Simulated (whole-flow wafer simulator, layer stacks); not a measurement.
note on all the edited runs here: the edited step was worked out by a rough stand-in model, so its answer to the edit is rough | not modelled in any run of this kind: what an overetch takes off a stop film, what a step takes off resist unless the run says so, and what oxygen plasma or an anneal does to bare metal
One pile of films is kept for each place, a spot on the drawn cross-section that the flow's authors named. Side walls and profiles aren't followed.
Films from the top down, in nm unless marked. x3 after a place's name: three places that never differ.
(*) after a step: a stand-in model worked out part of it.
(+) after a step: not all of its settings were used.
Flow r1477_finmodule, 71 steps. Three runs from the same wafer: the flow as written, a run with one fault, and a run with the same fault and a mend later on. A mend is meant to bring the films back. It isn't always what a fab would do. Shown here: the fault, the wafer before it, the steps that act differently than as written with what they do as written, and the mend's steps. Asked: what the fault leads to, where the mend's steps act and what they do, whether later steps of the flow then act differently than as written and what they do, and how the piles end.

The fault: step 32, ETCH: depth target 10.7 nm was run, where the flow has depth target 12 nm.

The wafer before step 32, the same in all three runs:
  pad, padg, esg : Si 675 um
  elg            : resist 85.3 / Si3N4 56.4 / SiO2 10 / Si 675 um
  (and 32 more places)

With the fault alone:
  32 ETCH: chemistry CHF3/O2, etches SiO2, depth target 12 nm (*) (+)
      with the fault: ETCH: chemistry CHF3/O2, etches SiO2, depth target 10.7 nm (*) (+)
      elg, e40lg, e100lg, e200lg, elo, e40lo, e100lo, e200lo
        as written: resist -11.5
        with the fault: resist -10.3
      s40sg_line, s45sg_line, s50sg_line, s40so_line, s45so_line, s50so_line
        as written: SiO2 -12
        with the fault: SiO2 -10.7
  No later step of the flow acts differently than as written, at any place that is followed, by more than 2% or 0.5 nm, whichever is larger.
  At the end the piles differ from the flow's only slightly at the places that both follow, by at most 2% or 0.5 nm, whichever is larger.

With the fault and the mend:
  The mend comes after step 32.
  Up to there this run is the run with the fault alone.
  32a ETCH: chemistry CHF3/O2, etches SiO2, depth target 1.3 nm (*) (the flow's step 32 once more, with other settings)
      pad, padg, e40sg and 11 more
        Si -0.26
      elg, e40lg, e100lg, e200lg, elo, e40lo, e100lo, e200lo
        resist -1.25
      s40sg_line, s45sg_line, s50sg_line, s40so_line, s45so_line, s50so_line
        SiO2 -1.3
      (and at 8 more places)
  No later step of the flow acts differently than as written, at any place that is followed, by more than 2% or 0.5 nm, whichever is larger.
  At the end the piles differ from the flow's only slightly at the places that both follow, by at most 2% or 0.5 nm, whichever is larger.
